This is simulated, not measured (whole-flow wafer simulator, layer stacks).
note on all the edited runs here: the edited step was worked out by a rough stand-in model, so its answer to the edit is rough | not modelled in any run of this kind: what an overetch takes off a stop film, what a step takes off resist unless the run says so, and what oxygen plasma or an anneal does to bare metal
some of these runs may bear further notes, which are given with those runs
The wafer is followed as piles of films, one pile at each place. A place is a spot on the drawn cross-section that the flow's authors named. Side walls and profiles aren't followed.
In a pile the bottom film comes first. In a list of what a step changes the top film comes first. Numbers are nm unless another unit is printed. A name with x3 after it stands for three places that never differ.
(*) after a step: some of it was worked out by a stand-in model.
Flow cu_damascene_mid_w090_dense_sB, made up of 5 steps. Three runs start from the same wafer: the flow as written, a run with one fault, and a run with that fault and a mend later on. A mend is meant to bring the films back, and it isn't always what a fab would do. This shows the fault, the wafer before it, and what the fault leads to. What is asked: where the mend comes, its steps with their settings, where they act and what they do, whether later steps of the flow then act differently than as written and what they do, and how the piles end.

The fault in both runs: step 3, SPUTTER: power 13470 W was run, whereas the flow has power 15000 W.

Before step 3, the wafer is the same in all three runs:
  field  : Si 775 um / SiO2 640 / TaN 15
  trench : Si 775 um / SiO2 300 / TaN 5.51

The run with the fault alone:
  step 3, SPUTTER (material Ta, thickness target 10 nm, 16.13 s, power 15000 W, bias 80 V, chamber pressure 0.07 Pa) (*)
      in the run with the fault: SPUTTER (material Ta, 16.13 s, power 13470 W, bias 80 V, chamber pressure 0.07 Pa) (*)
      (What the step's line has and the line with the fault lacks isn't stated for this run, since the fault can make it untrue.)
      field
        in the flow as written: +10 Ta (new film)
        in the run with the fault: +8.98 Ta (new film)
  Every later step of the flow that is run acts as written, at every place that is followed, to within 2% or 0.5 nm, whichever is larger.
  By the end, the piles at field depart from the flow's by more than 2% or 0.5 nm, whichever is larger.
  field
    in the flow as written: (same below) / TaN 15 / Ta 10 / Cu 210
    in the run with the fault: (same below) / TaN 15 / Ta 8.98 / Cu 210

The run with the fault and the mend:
  The mend follows step 3.
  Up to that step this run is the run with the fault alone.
  step 3a, SPUTTER (material Ta, thickness target 1.044 nm, 1.683 s, power 15000 W, bias 80 V, chamber pressure 0.07 Pa) (*) (the flow's step 3 again, with other settings)
      field
        +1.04 Ta
      trench
        +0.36 Ta
  Every later step of the flow that is run acts as written, at every place that is followed, to within 2% or 0.5 nm, whichever is larger.
  At the end the piles are close to the flow's at the places that both follow, differing by at most 2% or 0.5 nm, whichever is larger.
